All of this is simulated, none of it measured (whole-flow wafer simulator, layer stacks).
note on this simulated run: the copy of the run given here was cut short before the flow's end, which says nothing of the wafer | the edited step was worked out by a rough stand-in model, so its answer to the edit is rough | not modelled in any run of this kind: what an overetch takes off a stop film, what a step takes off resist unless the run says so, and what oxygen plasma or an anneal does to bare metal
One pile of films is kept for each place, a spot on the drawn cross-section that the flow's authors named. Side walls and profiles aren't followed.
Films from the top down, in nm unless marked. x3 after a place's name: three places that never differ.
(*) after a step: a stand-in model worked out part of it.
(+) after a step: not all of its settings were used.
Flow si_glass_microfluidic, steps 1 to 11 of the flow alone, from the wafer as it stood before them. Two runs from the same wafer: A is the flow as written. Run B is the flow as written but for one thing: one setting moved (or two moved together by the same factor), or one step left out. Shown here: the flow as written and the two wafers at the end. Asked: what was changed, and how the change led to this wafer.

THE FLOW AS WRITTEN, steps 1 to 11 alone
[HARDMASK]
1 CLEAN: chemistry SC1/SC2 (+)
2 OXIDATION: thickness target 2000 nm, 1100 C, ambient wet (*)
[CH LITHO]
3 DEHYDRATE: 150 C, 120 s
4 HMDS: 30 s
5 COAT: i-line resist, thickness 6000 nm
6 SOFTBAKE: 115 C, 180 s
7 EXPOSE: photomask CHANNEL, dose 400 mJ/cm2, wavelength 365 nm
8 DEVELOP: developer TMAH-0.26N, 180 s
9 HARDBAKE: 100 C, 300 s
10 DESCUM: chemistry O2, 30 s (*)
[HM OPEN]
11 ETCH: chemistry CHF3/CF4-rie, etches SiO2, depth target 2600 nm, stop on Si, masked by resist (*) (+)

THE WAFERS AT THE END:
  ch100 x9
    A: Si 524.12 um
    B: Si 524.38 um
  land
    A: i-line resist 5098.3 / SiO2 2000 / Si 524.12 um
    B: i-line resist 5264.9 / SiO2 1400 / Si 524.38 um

The cause: step 2, OXIDATION: thickness target 1400 nm was run, where the flow has thickness target 2000 nm.
It can be read off the wafer: land has SiO2 1400, and step 2 as written asks for 2000 nm.

How the change led to this, step by step:
  2 OXIDATION: thickness target 2000 nm, 1100 C, ambient wet (*)
      land, ch100 x9: A SiO2 +2000 (new film), chemical SiO2 -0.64 (all of it), Si -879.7 | B SiO2 +1400 (new film), chemical SiO2 -0.64 (all of it), Si -615.7
  11 ETCH: chemistry CHF3/CF4-rie, etches SiO2, depth target 2600 nm, stop on Si, masked by resist (*) (+)
      ch100 x9: A SiO2 -2000 (all of it) | B SiO2 -1400 (all of it)
      land: A i-line resist -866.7 | B i-line resist -700
